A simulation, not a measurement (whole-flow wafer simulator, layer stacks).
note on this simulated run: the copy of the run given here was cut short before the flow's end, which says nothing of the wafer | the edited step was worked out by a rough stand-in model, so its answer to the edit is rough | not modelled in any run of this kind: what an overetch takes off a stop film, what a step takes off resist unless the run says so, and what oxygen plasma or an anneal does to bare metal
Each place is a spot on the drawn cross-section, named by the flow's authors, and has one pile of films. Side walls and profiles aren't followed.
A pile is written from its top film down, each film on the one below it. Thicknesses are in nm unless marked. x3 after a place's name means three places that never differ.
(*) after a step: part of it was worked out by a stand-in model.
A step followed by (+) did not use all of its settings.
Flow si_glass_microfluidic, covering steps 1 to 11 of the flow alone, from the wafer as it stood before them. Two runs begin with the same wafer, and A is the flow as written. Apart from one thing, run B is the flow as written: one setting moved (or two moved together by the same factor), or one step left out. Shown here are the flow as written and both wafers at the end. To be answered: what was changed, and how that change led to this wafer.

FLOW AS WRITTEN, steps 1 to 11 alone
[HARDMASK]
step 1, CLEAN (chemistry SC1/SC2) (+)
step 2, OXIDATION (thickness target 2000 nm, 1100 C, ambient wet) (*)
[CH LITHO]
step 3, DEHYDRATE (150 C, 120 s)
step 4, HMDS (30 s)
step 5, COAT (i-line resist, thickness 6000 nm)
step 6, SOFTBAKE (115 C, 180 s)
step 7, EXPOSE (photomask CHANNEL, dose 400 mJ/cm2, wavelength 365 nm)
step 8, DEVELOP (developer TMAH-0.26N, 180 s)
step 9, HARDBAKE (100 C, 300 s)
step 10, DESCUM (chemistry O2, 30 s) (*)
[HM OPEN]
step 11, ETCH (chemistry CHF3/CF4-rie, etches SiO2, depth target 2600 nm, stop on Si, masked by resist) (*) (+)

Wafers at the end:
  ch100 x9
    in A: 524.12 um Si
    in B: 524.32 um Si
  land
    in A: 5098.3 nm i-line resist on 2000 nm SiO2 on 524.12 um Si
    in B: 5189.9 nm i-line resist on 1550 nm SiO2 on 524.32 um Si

What caused this: step 2, OXIDATION: thickness target 1550 nm was run, while the flow as written has thickness target 2000 nm.
The wafer itself shows it: land has SiO2 1550, and step 2 as written asks for 2000 nm.

The path from the change to this, step by step:
  step 2, OXIDATION (thickness target 2000 nm, 1100 C, ambient wet) (*)
      land, ch100 x9: A +2000 SiO2 (new film), -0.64 chemical SiO2 (all of it), -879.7 Si | B +1550 SiO2 (new film), -0.64 chemical SiO2 (all of it), -681.7 Si
  step 11, ETCH (chemistry CHF3/CF4-rie, etches SiO2, depth target 2600 nm, stop on Si, masked by resist) (*) (+)
      ch100 x9: A -2000 SiO2 (all of it) | B -1550 SiO2 (all of it)
      land: A -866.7 i-line resist | B -775 i-line resist
